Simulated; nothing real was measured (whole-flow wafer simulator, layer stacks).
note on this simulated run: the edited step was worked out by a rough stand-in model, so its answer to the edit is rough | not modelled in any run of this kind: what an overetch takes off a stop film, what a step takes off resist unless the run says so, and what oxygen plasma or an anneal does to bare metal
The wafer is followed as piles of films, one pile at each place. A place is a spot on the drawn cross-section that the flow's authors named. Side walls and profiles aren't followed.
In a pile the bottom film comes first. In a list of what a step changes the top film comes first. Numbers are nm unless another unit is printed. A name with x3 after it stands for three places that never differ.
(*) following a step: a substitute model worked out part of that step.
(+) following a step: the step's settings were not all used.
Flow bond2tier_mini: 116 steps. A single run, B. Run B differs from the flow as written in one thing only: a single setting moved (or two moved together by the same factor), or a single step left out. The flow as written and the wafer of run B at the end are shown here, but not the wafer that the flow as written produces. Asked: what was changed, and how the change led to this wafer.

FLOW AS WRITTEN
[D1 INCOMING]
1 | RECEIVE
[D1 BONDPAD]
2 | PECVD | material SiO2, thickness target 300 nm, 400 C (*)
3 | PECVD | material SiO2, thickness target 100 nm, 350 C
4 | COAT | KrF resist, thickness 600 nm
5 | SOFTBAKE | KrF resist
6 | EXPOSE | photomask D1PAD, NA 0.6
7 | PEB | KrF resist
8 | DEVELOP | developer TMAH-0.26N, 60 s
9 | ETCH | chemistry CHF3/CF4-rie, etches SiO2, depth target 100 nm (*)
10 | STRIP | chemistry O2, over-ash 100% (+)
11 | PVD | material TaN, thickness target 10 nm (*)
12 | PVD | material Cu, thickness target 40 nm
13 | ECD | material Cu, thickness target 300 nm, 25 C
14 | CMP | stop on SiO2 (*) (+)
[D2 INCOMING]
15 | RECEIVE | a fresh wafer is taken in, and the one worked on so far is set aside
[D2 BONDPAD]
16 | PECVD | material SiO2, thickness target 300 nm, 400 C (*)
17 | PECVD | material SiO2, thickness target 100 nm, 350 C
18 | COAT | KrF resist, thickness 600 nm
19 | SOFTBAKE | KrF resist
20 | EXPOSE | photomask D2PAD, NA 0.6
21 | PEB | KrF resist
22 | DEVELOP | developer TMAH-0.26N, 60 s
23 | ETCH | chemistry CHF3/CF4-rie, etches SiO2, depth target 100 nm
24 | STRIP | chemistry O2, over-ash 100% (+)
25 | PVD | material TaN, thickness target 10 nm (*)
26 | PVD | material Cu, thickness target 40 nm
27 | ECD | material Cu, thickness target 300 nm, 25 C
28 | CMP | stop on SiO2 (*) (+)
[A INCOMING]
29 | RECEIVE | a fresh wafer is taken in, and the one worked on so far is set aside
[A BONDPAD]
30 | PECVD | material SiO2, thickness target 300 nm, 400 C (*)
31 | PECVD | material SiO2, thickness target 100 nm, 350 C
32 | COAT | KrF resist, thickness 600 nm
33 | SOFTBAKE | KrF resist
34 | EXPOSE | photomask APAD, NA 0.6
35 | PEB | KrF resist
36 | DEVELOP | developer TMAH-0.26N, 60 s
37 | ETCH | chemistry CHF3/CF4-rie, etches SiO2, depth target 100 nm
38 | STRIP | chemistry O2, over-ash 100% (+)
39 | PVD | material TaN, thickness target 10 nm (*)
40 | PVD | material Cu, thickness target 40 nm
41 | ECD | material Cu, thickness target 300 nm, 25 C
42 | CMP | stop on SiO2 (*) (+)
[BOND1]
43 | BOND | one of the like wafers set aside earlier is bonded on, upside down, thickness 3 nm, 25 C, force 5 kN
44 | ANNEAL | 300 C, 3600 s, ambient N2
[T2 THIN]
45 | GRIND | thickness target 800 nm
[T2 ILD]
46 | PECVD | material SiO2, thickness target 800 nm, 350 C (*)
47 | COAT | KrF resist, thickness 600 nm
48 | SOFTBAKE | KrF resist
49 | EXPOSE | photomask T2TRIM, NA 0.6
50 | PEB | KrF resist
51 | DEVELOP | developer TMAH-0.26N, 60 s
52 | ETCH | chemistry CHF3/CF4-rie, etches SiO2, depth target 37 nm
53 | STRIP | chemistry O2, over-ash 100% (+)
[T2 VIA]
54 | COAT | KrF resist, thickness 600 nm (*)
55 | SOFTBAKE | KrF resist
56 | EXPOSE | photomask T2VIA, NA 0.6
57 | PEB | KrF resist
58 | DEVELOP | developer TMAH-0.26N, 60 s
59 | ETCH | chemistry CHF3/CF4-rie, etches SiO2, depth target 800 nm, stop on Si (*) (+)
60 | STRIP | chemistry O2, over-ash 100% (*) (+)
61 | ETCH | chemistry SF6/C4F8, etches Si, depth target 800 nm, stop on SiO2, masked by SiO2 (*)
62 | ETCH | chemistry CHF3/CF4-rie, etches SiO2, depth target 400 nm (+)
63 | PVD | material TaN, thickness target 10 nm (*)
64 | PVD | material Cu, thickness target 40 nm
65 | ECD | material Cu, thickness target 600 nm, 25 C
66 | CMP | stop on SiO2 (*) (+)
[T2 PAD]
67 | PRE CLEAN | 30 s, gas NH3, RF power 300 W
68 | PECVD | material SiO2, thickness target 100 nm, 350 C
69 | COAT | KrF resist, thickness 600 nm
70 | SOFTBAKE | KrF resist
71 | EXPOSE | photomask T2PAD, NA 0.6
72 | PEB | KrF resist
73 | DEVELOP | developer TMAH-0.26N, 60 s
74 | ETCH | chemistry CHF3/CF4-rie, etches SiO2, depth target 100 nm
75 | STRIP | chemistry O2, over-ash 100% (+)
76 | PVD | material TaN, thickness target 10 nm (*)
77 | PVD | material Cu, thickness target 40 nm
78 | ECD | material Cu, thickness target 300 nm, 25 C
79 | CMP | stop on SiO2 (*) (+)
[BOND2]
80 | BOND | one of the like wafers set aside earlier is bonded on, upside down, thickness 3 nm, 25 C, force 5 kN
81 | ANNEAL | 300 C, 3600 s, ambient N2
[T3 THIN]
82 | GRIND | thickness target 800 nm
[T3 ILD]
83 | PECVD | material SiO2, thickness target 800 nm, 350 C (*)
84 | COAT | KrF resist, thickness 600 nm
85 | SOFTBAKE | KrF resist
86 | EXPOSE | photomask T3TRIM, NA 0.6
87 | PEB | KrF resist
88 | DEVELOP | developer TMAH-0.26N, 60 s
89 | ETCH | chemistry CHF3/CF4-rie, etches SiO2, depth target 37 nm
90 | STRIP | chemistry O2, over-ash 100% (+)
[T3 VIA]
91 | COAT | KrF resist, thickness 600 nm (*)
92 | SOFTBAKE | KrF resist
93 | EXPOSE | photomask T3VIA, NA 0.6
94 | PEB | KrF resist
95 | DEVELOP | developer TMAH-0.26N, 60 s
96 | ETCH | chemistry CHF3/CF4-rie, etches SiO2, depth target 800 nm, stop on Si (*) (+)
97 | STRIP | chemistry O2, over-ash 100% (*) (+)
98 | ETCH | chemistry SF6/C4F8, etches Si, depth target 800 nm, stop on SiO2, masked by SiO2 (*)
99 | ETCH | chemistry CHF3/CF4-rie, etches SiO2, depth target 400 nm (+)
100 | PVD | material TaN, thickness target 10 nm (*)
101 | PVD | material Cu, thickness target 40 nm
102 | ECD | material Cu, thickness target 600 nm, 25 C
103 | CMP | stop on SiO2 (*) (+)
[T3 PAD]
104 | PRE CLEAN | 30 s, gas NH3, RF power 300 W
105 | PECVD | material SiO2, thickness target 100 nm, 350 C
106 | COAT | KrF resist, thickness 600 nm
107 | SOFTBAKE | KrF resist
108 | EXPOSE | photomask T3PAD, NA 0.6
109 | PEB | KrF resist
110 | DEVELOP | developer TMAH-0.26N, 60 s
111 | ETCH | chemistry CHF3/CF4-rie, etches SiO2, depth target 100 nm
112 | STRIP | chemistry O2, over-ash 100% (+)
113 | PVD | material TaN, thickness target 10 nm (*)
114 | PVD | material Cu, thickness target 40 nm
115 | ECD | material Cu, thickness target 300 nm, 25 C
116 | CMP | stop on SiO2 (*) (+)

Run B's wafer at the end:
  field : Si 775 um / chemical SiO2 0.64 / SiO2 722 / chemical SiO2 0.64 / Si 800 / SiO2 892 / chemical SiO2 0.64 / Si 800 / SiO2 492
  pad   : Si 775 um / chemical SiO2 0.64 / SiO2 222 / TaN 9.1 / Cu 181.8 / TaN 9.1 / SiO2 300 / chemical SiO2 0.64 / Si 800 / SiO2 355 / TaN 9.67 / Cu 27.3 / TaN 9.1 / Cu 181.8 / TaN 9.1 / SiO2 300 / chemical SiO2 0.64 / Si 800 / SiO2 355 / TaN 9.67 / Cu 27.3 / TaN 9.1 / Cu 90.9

Cause: step 30, PECVD: thickness target 222 nm was run, whereas the flow has thickness target 300 nm.
The wafer lets one read it off: pad has SiO2 222, and step 30 as written asks for 300 nm.

Step by step, how the change led to this:
  30 | PECVD | material SiO2, thickness target 300 nm, 400 C (*)
      field, pad, via: +222 SiO2 (new film) (it would be, as written: +300 SiO2 (new film))
